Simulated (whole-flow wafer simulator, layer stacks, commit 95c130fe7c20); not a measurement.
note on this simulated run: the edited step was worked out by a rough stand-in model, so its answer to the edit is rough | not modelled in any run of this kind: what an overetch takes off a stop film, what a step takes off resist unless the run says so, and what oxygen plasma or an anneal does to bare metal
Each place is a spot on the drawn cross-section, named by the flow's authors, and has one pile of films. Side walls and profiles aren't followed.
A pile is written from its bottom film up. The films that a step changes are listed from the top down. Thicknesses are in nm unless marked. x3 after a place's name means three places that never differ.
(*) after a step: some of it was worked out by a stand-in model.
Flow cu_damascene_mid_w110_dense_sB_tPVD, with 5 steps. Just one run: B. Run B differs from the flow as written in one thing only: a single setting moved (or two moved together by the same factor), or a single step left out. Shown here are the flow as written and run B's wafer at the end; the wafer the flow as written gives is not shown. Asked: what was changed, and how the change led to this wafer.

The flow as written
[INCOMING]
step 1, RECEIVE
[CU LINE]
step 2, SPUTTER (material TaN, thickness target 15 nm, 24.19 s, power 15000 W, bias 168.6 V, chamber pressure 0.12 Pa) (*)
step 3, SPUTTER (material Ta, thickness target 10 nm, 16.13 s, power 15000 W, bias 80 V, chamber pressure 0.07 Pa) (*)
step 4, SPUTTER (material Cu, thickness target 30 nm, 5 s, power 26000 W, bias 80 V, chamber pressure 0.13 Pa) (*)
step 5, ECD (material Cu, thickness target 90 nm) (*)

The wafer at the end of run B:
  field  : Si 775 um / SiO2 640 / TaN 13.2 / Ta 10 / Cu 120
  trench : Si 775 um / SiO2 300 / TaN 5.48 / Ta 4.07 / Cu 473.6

Cause: step 2, SPUTTER: power 13200 W was run, though the flow has power 15000 W.

The path from the change to this, step by step:
  step 2, SPUTTER (material TaN, thickness target 15 nm, 24.19 s, power 15000 W, bias 168.6 V, chamber pressure 0.12 Pa) (*)
      field: TaN gains 13.2 (new film) (it would be, as written: TaN gains 15 (new film))
      trench: TaN gains 5.48 (new film) (it would be, as written: TaN gains 6.23 (new film))
